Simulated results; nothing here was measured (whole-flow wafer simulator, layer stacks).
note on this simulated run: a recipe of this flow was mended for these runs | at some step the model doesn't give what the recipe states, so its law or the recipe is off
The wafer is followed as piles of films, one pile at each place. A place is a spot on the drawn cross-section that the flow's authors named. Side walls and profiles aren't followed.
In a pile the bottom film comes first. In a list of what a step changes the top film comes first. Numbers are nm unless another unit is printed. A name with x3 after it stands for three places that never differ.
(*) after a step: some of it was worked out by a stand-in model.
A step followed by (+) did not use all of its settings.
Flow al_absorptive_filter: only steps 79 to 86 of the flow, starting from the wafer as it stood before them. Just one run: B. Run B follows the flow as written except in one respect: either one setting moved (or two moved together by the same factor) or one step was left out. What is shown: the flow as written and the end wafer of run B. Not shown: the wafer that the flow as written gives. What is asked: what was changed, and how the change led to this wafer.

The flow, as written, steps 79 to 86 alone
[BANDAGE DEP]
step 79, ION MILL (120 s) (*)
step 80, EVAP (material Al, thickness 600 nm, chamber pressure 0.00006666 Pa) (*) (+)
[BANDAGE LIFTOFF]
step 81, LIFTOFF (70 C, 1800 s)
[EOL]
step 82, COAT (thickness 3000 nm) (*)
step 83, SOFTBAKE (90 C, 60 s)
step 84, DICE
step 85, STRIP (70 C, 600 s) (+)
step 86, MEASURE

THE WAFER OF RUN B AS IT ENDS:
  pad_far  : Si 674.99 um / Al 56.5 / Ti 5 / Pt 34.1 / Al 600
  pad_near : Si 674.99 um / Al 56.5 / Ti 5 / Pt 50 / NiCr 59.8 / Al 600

What caused this: step 79, ION MILL: 130 s was run, though the flow has 120 s.

How this came from the change, step by step:
  step 79, ION MILL (120 s) (*)
      gnd, ledge, res and 9 more: -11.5 i-line-resist (as written it would have been: -10.7 i-line-resist)
      pad_far: -15.9 Pt (as written it would have been: -14.7 Pt)
      (as well as at 1 more place)
